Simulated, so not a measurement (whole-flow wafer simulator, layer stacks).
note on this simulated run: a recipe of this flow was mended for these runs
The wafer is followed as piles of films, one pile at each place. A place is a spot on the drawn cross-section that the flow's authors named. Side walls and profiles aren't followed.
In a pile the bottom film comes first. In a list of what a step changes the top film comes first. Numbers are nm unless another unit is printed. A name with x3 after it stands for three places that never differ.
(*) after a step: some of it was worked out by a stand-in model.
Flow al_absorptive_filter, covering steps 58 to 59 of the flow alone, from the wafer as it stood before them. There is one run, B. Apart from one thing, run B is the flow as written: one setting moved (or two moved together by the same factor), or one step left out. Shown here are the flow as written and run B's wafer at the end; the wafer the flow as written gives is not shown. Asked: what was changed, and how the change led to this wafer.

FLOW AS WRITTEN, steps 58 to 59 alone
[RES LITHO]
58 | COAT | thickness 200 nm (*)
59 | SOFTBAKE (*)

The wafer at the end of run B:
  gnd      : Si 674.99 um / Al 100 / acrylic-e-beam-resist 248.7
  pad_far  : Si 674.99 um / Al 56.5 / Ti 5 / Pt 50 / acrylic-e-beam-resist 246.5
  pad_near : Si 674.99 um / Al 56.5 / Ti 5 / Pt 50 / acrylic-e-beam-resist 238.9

Cause: step 58, COAT: thickness 248 nm was run, whereas the flow has thickness 200 nm.

Step by step, how the change led to this:
  58 | COAT | thickness 200 nm (*)
      xa_field, xl_land, idc_field: acrylic-e-beam-resist gains 248 (new film) (it would be, as written: acrylic-e-beam-resist gains 200 (new film))
      gnd: acrylic-e-beam-resist gains 248.7 (new film) (it would be, as written: acrylic-e-beam-resist gains 200.6 (new film))
      (also at 10 further places)
